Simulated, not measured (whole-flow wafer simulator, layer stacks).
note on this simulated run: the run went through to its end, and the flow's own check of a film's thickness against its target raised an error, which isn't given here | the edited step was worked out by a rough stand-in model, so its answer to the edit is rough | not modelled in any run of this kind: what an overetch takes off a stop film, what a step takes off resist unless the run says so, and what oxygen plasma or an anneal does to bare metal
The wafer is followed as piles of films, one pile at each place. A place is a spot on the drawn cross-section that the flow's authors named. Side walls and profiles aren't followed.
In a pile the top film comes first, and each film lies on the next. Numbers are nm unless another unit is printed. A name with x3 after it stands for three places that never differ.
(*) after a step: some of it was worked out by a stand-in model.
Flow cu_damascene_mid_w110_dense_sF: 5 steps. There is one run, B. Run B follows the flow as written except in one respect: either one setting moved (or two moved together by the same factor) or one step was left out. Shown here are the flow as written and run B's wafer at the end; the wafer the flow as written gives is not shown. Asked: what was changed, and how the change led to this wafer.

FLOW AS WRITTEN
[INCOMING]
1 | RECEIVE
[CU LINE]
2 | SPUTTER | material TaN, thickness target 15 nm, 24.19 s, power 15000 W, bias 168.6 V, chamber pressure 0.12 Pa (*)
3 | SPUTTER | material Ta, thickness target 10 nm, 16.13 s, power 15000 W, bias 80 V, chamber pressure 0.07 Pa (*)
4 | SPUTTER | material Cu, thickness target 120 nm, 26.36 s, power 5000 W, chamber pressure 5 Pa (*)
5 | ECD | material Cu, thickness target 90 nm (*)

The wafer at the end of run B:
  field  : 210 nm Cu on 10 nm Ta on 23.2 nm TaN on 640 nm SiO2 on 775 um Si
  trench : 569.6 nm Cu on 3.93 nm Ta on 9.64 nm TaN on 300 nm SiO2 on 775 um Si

Cause: step 2, SPUTTER: thickness target 23.2 nm was run, though the flow has thickness target 15 nm; step 2, SPUTTER: 37.49 s was run, where the flow has 24.19 s.
One can read it off the wafer: field has TaN 23.2, and step 2 as written asks for 15 nm.

How this came from the change, step by step:
  2 | SPUTTER | material TaN, thickness target 15 nm, 24.19 s, power 15000 W, bias 168.6 V, chamber pressure 0.12 Pa (*)
      field: TaN gains 23.2 (new film) (as written it would have been: TaN gains 15 (new film))
      trench: TaN gains 9.64 (new film) (as written it would have been: TaN gains 6.23 (new film))
  4 | SPUTTER | material Cu, thickness target 120 nm, 26.36 s, power 5000 W, chamber pressure 5 Pa (*)
      trench: Cu gains 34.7 (new film) (as written it would have been: Cu gains 35.7 (new film))
